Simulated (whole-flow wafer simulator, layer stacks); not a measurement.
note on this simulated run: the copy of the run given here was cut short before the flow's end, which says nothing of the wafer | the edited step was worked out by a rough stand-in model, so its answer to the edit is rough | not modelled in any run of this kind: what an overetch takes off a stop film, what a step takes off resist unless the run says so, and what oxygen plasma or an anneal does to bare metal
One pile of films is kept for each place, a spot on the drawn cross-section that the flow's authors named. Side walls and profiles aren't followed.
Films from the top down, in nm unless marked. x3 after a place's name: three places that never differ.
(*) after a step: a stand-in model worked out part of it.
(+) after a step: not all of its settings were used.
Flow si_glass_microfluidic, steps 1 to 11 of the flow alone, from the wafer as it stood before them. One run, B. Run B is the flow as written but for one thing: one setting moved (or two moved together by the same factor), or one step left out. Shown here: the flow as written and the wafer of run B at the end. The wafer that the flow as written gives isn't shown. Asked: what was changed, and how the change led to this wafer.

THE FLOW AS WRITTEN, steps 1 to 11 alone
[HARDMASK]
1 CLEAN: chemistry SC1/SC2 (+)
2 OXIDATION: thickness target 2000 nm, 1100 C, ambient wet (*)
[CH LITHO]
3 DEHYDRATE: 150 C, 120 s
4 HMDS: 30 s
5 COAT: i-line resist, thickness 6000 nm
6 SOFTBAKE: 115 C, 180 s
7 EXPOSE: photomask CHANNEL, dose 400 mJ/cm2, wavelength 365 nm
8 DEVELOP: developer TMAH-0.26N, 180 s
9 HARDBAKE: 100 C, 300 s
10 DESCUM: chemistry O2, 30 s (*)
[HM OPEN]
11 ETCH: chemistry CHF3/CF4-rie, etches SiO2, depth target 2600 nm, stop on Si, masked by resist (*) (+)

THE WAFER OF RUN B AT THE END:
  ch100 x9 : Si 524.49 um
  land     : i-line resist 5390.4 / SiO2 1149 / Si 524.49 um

The cause: step 2, OXIDATION: 962 C was run, where the flow has 1100 C.

How the change led to this, step by step:
  2 OXIDATION: thickness target 2000 nm, 1100 C, ambient wet (*)
      land, ch100 x9: SiO2 +1149 (new film), chemical SiO2 -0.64 (all of it), Si -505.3 (as written it would be: SiO2 +2000 (new film), chemical SiO2 -0.64 (all of it), Si -879.7)
  11 ETCH: chemistry CHF3/CF4-rie, etches SiO2, depth target 2600 nm, stop on Si, masked by resist (*) (+)
      ch100 x9: SiO2 -1149 (all of it) (as written it would be: SiO2 -2000 (all of it))
      land: i-line resist -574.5 (as written it would be: i-line resist -866.7)
